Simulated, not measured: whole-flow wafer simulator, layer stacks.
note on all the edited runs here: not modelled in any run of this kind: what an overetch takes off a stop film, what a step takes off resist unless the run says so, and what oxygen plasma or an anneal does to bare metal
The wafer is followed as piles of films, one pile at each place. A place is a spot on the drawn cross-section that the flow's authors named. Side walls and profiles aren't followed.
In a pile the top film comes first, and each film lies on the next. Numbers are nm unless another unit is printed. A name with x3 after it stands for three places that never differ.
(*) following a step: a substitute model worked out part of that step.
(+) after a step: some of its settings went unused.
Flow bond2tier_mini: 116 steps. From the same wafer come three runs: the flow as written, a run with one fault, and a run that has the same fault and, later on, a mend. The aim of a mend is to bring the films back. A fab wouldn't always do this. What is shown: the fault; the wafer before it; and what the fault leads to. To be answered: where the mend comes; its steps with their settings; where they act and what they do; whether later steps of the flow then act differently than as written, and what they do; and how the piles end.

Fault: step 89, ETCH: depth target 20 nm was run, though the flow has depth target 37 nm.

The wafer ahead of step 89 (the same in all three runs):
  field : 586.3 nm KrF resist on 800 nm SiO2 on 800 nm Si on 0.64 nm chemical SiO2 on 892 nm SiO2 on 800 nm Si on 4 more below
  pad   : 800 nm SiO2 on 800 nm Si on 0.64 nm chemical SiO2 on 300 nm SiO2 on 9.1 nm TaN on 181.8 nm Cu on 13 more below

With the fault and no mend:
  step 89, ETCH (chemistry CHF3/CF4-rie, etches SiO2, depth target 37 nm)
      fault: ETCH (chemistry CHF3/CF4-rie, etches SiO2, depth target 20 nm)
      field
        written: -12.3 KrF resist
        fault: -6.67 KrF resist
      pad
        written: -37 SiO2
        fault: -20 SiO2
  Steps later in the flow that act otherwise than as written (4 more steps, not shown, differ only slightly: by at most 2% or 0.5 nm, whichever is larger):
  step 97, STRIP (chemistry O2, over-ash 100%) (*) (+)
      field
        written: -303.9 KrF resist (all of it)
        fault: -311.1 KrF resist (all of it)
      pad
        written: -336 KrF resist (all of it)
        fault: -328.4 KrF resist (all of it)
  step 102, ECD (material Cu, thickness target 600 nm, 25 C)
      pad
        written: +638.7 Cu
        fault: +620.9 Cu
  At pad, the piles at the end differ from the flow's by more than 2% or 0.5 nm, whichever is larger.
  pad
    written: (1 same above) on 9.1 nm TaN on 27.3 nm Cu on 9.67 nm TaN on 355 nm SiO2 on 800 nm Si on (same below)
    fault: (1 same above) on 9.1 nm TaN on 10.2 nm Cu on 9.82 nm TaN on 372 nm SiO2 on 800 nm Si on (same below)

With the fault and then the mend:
  The mend follows step 89.
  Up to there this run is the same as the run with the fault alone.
  step 89a, ETCH (chemistry CHF3/CF4-rie, etches SiO2, depth target 17 nm) (the flow's step 89, run once more with other settings)
      field
        -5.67 KrF resist
      pad
        -17 SiO2
  Every later step of the flow that is run acts as written at every place that is followed.
  At every place that both follow, the piles at the end match the flow's.
